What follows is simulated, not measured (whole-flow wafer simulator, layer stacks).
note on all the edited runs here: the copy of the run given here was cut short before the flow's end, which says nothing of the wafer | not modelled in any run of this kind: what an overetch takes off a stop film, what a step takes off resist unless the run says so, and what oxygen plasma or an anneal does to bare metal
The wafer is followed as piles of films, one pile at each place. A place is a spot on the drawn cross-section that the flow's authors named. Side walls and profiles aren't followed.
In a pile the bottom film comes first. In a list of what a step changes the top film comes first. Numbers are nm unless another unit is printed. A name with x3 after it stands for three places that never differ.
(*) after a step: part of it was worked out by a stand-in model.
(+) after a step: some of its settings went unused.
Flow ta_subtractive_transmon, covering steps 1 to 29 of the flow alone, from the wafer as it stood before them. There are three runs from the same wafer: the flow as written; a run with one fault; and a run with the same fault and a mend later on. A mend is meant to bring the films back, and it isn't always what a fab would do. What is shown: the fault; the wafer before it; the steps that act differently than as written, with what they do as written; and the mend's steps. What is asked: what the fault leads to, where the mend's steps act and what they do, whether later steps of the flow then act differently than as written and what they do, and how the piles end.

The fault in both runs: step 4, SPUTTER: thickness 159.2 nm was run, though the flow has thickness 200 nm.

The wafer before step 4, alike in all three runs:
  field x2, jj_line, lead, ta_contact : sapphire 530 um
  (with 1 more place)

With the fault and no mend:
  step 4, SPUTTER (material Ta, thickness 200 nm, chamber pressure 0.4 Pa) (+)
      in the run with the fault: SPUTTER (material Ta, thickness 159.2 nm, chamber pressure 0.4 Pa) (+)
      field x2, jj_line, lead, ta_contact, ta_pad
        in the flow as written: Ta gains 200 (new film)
        in the run with the fault: Ta gains 159.2 (new film)
  Later steps of the flow acting differently than as written (2 more steps, not shown, differ only slightly: by at most 2% or 0.5 nm, whichever is larger):
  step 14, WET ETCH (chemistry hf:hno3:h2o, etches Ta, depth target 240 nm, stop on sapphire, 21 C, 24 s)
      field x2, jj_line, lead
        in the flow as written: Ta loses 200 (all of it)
        in the run with the fault: Ta loses 159.2 (all of it)
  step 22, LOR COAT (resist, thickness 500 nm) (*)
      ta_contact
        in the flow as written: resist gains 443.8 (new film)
        in the run with the fault: resist gains 454.4 (new film)
  By the end, the piles at ta_contact, ta_pad depart from the flow's by more than 2% or 0.5 nm, whichever is larger.
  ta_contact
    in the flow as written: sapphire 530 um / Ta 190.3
    in the run with the fault: sapphire 530 um / Ta 149.5
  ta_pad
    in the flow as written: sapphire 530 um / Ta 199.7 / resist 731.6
    in the run with the fault: sapphire 530 um / Ta 158.9 / resist 737.9

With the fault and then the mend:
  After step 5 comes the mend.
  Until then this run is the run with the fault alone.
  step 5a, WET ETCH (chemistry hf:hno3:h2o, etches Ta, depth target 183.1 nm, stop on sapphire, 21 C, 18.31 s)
      field x2, jj_line, lead, ta_contact, ta_pad
        Ta loses 159.2 (all of it)
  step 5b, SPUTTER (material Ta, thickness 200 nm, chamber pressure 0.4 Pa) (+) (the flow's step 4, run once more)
      field x2, jj_line, lead, ta_contact, ta_pad
        Ta gains 200 (new film)
  None of the later steps of the flow acts differently than as written at any place that is followed.
  The piles end the same as the flow's at every place that both follow.
